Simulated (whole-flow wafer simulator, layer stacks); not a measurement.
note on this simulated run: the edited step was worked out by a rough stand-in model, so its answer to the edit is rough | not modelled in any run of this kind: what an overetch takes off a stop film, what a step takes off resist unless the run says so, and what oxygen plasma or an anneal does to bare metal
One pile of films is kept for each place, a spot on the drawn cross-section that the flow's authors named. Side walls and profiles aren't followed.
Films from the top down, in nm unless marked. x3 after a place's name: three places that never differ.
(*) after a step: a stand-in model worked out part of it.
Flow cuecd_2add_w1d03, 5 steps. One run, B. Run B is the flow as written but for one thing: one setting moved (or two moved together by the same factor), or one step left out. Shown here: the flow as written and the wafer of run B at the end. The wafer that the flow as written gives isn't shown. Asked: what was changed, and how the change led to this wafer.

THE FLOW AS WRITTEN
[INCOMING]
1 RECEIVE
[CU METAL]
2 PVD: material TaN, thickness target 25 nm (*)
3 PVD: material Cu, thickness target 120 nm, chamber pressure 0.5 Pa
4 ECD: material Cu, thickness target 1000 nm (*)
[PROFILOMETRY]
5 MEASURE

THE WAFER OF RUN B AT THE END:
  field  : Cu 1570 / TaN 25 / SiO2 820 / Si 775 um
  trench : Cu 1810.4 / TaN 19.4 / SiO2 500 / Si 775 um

The cause: step 4, ECD: thickness target 1450 nm was run, where the flow has thickness target 1000 nm.

How the change led to this, step by step:
  4 ECD: material Cu, thickness target 1000 nm (*)
      field: Cu +1450 (as written it would be: Cu +1000)
      trench: Cu +1717 (as written it would be: Cu +1226.8)
